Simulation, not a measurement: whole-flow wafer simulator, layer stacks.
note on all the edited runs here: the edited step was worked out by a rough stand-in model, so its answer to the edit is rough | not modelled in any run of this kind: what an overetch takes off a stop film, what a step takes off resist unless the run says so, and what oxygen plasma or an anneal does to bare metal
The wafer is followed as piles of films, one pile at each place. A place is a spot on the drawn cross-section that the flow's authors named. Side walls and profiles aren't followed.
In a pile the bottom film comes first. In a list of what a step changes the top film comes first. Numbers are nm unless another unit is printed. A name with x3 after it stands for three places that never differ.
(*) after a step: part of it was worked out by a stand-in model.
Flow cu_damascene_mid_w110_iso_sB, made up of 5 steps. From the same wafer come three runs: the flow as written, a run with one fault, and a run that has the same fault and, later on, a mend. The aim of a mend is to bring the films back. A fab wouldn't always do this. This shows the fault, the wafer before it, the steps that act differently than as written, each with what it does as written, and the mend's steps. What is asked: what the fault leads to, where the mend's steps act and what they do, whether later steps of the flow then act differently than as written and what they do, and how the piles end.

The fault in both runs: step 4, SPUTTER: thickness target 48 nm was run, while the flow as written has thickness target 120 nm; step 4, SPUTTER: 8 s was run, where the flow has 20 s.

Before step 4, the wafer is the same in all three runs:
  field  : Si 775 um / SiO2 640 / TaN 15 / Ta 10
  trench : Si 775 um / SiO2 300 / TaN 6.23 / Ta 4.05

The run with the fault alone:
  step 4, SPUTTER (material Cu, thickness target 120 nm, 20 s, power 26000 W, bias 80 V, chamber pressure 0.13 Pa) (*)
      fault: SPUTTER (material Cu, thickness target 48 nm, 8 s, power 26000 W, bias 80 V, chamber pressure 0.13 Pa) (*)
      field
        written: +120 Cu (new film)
        fault: +48 Cu (new film)
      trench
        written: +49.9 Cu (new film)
        fault: +20 Cu (new film)
  Steps later in the flow that act otherwise than as written:
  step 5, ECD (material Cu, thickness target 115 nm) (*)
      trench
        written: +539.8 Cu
        fault: +497.8 Cu
  The piles end different from the flow's at field, trench by more than 2% or 0.5 nm, whichever is larger.
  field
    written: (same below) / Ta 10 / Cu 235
    fault: (same below) / Ta 10 / Cu 163
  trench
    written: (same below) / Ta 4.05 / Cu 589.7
    fault: (same below) / Ta 4.05 / Cu 517.7

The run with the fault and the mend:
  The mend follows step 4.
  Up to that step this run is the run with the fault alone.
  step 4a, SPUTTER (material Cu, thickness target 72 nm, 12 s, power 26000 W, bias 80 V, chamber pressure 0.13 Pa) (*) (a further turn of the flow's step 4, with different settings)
      field
        +72 Cu
      trench
        +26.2 Cu
  Every later step of the flow that is run acts as written, at every place that is followed, to within 2% or 0.5 nm, whichever is larger.
  By the end, the piles equal the flow's at every place that both follow.
